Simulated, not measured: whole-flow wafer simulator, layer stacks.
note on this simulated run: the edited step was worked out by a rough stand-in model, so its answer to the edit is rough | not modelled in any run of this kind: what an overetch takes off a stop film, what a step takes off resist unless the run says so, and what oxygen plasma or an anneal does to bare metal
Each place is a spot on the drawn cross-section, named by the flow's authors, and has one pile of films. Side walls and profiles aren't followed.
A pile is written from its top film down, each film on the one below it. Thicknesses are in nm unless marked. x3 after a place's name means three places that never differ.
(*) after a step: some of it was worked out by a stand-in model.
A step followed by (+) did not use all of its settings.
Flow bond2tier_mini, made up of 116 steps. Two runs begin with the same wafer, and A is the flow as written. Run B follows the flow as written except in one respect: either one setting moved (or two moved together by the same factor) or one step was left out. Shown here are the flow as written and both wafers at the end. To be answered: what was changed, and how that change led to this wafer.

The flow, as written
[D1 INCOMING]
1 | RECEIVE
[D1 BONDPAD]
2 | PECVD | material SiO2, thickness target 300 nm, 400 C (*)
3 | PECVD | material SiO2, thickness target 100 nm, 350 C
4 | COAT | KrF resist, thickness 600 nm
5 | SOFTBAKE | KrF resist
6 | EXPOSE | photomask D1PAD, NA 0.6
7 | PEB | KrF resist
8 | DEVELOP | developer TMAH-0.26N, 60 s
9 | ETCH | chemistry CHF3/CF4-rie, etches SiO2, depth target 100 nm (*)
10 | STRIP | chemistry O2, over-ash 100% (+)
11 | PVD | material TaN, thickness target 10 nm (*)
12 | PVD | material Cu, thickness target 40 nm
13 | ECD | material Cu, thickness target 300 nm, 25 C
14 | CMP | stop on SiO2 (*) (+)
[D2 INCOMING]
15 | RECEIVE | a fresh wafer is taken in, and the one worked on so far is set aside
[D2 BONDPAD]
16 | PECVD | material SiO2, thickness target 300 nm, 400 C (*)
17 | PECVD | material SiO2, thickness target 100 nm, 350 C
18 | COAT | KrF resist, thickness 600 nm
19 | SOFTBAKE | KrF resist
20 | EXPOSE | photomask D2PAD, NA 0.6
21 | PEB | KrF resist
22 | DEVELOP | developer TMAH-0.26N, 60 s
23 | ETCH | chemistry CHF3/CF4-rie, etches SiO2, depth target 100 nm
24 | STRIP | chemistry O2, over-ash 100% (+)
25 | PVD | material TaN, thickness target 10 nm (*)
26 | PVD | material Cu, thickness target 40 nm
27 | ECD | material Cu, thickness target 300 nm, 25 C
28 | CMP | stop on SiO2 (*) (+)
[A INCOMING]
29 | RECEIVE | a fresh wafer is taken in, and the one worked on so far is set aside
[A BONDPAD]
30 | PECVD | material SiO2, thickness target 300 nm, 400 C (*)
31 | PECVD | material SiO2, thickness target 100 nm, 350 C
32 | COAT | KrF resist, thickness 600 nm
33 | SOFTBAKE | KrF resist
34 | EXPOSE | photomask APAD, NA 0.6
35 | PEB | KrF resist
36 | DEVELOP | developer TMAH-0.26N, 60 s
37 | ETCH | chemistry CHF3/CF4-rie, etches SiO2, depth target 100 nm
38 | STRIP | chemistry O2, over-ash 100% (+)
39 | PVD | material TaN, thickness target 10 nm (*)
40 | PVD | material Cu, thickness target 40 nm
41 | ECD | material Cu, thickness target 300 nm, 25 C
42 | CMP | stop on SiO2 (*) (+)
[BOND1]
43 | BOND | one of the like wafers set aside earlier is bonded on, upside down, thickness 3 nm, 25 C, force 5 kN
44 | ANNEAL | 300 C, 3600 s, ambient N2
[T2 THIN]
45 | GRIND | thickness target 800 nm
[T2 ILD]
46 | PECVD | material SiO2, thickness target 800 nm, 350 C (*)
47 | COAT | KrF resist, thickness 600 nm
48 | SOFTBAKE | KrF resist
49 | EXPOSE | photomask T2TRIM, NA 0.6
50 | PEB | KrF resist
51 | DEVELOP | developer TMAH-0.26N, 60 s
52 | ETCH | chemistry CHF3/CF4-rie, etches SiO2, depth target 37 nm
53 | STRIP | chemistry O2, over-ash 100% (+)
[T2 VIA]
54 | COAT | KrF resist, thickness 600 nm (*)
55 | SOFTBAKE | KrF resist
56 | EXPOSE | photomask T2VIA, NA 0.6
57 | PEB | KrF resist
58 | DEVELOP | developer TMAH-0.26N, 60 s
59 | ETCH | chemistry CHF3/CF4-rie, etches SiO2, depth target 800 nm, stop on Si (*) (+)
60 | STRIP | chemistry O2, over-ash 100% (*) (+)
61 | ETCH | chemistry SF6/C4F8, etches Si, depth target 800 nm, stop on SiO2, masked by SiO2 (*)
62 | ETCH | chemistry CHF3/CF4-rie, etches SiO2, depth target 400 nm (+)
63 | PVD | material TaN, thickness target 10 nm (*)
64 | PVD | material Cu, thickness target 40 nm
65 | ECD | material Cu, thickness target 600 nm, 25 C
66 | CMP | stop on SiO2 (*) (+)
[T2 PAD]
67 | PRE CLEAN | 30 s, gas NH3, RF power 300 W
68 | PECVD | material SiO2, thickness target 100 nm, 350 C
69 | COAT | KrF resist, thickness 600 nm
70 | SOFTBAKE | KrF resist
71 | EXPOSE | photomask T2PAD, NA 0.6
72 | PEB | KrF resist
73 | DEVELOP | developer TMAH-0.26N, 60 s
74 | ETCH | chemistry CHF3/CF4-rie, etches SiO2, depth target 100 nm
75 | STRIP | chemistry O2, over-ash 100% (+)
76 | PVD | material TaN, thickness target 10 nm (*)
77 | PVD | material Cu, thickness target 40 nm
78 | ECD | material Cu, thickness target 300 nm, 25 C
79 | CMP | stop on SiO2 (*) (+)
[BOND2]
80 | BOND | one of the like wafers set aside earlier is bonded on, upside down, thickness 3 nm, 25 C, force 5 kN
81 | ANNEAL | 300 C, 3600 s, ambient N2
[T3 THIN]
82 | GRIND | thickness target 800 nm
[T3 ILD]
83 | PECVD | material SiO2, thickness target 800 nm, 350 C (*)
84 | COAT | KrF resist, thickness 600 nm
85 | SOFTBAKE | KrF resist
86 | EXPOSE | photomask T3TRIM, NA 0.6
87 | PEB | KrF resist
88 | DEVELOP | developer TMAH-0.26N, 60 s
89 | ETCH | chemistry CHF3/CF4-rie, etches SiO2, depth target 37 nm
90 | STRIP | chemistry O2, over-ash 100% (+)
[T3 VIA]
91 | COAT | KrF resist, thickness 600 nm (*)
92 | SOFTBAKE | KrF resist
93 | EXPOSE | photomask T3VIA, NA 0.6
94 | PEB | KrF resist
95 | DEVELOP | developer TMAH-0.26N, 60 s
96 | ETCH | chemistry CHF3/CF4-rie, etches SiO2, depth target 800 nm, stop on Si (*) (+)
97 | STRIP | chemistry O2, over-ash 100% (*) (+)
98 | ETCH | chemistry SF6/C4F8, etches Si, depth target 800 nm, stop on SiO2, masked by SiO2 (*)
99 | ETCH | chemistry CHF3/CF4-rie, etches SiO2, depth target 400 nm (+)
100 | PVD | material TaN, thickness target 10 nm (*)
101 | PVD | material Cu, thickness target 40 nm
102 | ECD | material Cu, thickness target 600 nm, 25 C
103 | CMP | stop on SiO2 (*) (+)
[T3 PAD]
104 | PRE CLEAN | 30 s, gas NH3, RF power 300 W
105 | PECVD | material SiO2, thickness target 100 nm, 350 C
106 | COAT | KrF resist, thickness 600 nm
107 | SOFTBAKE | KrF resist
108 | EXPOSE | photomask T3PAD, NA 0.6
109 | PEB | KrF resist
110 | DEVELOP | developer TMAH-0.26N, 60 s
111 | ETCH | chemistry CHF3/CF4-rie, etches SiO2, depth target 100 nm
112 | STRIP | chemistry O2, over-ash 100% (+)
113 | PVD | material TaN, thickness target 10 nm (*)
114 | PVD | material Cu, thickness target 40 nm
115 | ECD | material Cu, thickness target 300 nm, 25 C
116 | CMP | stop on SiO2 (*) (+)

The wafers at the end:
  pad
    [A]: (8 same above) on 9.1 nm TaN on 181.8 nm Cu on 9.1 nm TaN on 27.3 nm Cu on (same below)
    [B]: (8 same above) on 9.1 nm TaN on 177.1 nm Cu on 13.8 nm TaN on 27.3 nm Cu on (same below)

The reason: step 76, PVD: thickness target 15.2 nm was run, though the flow has thickness target 10 nm.

Step by step, how the change led to this:
  76 | PVD | material TaN, thickness target 10 nm (*)
      field: A +10 TaN (new film) | B +15.2 TaN (new film)
      pad: A +9.1 TaN (new film) | B +13.8 TaN (new film)
  79 | CMP | stop on SiO2 (*) (+)
      field: A -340 Cu (all of it), -10 TaN (all of it) | B -340 Cu (all of it), -15.2 TaN (all of it)
